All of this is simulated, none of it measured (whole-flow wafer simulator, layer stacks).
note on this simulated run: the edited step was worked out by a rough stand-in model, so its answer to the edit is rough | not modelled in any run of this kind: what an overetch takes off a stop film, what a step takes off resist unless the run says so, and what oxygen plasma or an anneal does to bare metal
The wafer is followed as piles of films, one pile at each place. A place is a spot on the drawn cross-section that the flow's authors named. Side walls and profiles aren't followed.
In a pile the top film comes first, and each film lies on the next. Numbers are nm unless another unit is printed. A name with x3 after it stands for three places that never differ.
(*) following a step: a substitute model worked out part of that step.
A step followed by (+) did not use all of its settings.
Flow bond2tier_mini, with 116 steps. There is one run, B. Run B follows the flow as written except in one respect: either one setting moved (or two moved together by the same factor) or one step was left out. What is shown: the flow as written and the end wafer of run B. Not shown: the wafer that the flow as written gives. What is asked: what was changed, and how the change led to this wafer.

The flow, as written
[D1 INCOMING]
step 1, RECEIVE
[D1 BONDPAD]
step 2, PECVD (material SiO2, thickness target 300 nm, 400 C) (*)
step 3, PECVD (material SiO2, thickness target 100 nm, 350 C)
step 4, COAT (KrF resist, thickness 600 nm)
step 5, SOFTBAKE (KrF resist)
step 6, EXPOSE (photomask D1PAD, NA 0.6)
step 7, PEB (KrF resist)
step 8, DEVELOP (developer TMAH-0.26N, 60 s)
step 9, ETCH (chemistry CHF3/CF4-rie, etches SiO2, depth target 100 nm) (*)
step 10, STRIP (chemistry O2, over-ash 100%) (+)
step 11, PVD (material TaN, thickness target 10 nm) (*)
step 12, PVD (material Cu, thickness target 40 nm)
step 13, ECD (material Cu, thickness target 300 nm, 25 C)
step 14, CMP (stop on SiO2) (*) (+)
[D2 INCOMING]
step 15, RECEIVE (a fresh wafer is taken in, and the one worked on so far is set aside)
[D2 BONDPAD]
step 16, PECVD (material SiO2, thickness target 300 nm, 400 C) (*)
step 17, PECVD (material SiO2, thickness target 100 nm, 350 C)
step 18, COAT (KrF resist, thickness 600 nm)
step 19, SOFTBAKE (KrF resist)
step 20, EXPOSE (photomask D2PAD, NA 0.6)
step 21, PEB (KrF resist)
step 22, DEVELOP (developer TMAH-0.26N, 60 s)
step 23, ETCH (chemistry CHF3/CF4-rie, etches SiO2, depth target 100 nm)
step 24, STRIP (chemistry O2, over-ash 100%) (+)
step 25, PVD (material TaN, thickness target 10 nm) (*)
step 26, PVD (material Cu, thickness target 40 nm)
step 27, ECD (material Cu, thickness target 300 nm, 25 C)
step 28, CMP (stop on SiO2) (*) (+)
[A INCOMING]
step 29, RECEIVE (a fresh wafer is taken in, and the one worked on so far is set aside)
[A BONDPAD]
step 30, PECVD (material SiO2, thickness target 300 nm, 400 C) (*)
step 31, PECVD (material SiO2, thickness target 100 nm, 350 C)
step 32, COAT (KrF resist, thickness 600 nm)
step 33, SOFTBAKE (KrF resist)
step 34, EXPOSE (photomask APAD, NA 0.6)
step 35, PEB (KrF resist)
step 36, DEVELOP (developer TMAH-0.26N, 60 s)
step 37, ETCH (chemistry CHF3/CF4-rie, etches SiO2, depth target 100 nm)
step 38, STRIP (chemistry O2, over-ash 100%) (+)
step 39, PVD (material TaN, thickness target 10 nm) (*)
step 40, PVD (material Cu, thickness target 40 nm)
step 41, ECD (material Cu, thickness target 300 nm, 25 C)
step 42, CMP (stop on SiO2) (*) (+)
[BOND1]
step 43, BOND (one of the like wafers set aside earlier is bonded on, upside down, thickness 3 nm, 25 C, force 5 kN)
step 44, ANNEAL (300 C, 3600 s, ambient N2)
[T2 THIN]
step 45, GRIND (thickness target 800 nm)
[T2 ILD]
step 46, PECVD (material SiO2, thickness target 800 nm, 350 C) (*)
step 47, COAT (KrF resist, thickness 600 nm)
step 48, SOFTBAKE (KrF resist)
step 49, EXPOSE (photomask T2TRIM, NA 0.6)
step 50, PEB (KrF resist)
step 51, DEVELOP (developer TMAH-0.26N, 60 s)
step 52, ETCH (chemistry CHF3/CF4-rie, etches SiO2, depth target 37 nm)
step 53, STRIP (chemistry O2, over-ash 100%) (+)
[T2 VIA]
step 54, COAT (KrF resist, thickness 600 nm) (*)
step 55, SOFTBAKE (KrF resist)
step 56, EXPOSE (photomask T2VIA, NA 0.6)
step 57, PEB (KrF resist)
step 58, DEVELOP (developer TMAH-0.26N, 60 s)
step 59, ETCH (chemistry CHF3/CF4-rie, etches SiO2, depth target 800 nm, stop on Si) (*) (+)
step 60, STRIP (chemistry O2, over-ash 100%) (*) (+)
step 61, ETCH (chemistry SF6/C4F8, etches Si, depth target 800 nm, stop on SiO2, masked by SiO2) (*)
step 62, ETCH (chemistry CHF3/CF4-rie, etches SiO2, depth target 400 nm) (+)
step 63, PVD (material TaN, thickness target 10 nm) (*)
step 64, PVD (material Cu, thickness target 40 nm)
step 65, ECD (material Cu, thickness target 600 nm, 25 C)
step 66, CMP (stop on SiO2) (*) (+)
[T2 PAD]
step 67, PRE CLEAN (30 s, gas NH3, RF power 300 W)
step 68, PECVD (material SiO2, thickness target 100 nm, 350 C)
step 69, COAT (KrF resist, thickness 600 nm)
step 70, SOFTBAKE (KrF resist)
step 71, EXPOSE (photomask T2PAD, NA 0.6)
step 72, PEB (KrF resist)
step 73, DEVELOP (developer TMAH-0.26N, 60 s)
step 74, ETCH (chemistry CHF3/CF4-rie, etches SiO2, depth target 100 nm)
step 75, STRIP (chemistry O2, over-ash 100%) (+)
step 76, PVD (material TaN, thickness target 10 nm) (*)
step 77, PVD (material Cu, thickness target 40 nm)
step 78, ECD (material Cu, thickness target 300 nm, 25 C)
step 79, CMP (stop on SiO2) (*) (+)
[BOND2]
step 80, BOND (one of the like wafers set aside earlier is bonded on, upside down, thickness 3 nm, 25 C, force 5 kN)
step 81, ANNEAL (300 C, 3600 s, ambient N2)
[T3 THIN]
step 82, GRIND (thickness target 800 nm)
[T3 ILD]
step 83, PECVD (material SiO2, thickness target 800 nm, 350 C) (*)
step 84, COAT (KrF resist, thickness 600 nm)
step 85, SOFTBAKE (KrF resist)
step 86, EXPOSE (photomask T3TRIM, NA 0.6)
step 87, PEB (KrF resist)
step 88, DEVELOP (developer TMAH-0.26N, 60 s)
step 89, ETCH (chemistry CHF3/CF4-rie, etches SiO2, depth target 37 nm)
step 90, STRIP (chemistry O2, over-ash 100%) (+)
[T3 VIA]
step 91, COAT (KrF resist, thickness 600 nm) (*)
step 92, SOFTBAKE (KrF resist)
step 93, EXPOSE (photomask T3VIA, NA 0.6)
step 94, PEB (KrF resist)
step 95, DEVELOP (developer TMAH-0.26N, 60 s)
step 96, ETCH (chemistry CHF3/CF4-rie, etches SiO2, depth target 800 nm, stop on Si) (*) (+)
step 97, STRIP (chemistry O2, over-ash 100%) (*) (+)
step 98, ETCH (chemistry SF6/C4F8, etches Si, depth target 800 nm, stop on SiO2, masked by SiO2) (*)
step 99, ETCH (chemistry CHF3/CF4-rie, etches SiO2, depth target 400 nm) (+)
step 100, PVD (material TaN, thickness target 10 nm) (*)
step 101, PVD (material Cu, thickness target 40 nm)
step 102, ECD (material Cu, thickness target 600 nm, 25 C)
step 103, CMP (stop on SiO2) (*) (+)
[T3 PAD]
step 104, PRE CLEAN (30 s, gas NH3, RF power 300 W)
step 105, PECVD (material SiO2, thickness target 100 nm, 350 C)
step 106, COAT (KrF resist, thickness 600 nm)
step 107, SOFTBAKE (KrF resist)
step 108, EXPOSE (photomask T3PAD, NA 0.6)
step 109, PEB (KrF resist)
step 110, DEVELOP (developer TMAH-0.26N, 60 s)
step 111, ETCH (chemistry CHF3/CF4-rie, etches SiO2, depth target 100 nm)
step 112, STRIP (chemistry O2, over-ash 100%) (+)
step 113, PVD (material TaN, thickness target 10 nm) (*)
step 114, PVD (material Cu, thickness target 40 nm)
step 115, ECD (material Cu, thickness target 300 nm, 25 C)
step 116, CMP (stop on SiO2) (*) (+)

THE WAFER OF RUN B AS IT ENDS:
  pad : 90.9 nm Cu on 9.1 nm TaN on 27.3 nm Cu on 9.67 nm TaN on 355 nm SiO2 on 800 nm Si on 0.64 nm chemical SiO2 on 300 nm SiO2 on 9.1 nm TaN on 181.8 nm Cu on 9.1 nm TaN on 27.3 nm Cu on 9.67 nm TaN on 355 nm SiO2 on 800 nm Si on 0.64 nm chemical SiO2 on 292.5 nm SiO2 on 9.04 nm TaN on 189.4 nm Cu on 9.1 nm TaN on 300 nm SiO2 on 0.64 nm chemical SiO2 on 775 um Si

Cause: step 9, ETCH: depth target 107.5 nm was run, while the flow as written has depth target 100 nm.

The path from the change to this, step by step:
  step 9, ETCH (chemistry CHF3/CF4-rie, etches SiO2, depth target 100 nm) (*)
      pad, via: SiO2 loses 107.5 (as written it would have been: SiO2 loses 100)
      field: KrF resist loses 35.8 (as written it would have been: KrF resist loses 33.3)
  step 43, BOND (one of the like wafers set aside earlier is bonded on, upside down, thickness 3 nm, 25 C, force 5 kN)
      pad: Si gains 775 um (new film), chemical SiO2 gains 0.64 (new film), SiO2 gains 292.5 (new film), TaN gains 9.04 (new film), Cu gains 98.5 (as written it would have been: Si gains 775 um (new film), chemical SiO2 gains 0.64 (new film), SiO2 gains 300 (new film), TaN gains 9.1 (new film), Cu gains 90.9)
      via: Si gains 775 um (new film), chemical SiO2 gains 0.64 (new film), SiO2 gains 292.5 (new film), TaN gains 9.97 (new film), Cu gains 97.5 (as written it would have been: Si gains 775 um (new film), chemical SiO2 gains 0.64 (new film), SiO2 gains 300 (new film), TaN gains 9.97 (new film), Cu gains 90)
